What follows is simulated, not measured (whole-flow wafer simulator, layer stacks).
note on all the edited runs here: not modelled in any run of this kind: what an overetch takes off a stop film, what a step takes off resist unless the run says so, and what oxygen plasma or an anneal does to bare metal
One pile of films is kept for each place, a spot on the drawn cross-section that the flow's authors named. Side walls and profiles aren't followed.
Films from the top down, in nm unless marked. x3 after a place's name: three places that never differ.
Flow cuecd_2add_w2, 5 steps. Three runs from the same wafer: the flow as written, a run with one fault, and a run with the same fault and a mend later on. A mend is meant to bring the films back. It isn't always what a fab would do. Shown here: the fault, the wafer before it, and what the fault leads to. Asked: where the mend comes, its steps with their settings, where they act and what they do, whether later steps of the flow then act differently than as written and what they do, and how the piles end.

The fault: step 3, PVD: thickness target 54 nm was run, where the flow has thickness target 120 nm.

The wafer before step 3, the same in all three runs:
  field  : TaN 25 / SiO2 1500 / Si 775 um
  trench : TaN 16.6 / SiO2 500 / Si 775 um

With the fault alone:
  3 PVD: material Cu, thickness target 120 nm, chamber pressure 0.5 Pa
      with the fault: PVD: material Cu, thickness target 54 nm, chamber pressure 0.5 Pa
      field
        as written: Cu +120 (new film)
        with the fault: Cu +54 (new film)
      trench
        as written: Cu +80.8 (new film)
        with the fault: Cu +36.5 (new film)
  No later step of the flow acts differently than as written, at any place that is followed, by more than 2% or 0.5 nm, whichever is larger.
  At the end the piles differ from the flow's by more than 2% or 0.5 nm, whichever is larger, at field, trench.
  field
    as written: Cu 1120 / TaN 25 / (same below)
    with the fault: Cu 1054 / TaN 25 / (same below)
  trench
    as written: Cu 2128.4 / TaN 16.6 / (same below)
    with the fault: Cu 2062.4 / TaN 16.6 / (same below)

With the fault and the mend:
  The mend comes after step 3.
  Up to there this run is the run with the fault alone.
  3a PVD: material Cu, thickness target 66 nm, chamber pressure 0.5 Pa (the flow's step 3 once more, with other settings)
      field
        Cu +66
      trench
        Cu +43.9
  No later step of the flow acts differently than as written, at any place that is followed, by more than 2% or 0.5 nm, whichever is larger.
  At the end the piles are the same as the flow's at every place that both follow.
